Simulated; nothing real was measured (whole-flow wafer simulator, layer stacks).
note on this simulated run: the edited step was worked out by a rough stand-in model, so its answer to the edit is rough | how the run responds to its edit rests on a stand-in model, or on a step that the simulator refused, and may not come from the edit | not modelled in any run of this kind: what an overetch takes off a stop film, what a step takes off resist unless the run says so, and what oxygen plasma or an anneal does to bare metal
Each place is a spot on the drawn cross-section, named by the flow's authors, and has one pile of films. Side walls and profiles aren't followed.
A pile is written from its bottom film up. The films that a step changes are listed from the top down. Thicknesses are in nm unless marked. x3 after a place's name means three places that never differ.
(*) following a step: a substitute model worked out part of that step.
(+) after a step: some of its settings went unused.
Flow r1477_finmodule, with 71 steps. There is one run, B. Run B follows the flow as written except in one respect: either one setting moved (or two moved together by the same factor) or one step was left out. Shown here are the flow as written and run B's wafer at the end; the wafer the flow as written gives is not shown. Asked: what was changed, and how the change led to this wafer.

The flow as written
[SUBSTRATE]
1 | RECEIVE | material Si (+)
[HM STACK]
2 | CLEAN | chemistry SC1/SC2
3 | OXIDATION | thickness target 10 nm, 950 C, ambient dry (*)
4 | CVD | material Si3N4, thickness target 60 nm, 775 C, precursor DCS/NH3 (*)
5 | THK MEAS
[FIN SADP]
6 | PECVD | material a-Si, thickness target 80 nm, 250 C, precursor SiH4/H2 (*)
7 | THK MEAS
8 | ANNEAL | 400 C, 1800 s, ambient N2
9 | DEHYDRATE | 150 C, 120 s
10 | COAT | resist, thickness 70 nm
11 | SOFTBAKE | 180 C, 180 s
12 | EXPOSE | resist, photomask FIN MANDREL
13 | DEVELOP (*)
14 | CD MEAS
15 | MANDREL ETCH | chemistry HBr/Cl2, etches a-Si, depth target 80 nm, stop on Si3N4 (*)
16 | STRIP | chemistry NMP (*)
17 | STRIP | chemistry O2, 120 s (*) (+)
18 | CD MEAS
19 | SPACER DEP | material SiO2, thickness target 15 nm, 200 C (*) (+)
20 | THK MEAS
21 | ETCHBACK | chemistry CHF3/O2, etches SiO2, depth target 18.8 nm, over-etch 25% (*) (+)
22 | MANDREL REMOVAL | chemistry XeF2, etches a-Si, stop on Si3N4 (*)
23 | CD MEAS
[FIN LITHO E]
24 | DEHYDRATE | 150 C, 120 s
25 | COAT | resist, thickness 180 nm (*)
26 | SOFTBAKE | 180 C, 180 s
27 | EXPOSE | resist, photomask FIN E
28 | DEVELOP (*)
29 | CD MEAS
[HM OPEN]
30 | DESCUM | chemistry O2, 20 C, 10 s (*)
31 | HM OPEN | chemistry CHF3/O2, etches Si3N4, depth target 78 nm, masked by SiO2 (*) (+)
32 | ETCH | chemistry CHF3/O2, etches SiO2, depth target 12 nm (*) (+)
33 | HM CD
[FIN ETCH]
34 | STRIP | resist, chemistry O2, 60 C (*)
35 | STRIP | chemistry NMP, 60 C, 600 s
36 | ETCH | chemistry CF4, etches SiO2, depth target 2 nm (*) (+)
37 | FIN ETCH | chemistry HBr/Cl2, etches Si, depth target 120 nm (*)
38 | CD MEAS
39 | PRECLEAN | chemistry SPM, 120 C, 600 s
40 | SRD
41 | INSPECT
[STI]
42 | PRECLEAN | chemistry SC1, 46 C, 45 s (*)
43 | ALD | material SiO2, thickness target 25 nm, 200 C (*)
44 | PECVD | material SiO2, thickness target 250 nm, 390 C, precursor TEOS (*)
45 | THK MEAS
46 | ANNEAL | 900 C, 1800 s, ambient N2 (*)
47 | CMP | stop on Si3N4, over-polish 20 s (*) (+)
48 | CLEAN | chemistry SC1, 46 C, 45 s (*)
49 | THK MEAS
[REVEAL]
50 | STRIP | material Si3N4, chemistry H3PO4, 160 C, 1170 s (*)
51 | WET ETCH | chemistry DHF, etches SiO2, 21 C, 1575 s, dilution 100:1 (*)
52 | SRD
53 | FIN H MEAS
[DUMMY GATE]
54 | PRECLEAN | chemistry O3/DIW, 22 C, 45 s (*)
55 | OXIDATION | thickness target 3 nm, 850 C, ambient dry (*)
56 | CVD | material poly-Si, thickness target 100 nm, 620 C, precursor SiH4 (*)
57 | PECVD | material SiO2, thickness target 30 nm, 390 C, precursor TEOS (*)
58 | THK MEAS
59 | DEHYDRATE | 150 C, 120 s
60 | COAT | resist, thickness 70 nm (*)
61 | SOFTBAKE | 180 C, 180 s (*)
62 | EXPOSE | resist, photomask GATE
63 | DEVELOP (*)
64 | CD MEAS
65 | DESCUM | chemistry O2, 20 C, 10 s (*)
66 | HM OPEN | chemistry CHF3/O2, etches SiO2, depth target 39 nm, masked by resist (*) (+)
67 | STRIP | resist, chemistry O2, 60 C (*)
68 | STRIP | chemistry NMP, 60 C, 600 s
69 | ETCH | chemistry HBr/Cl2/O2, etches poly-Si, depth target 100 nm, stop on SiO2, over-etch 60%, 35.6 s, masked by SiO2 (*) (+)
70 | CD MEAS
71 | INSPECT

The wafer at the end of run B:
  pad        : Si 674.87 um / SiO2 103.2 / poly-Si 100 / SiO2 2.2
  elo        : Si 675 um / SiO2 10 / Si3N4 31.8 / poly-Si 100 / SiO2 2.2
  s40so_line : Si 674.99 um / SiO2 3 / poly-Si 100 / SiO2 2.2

What caused this: step 57, PECVD: thickness target 46.5 nm was run, though the flow has thickness target 30 nm.

Step by step, how the change led to this:
  57 | PECVD | material SiO2, thickness target 30 nm, 390 C, precursor TEOS (*)
      pad, padg, elg and 33 more: SiO2 gains 46.5 (new film) (it would be, as written: SiO2 gains 30 (new film))
  66 | HM OPEN | chemistry CHF3/O2, etches SiO2, depth target 39 nm, masked by resist (*) (+)
      pad, elo, eso and 15 more: SiO2 loses 39 (it would be, as written: SiO2 loses 30 (all of it), poly-Si loses 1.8)
  67 | STRIP | resist, chemistry O2, 60 C (*)
      pad, elo, eso and 15 more: nothing (it would be, as written: chemical SiO2 gains 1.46 (new film), poly-Si loses 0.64)
  69 | ETCH | chemistry HBr/Cl2/O2, etches poly-Si, depth target 100 nm, stop on SiO2, over-etch 60%, 35.6 s, masked by SiO2 (*) (+)
      pad, eso, e40so and 8 more: SiO2 loses 5.3 (it would be, as written: chemical SiO2 loses 1.46 (all of it), poly-Si loses 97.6 (all of it), SiO2 loses 0.42)
      elo, e40lo, e100lo, e200lo: SiO2 loses 5.3 (it would be, as written: chemical SiO2 loses 1.46 (all of it), poly-Si loses 97.6 (all of it), Si3N4 loses 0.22)
      (as well as at 3 more places)
